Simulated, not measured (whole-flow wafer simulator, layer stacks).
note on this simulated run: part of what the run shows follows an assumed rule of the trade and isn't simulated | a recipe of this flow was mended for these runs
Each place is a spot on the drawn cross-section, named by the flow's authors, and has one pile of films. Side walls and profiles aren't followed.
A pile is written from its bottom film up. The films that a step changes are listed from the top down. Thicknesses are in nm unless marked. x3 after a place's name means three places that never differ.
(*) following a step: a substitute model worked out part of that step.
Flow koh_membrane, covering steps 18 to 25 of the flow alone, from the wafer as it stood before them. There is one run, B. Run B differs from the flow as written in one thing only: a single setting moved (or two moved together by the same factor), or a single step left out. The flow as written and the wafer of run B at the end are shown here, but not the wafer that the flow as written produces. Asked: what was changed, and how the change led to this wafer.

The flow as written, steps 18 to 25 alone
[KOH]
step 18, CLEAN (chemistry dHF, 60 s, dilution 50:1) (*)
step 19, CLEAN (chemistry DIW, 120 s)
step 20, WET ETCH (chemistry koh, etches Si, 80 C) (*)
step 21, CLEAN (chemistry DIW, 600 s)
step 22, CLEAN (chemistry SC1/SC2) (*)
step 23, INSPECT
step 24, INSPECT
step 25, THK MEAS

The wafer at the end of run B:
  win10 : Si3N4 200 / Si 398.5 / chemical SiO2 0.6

What caused this: step 20, WET ETCH: 90.7 C was run, while the flow as written has 80 C.

The path from the change to this, step by step:
  step 20, WET ETCH (chemistry koh, etches Si, 80 C) (*)
      win10: -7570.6 Si (as written it would have been: -7337.9 Si)
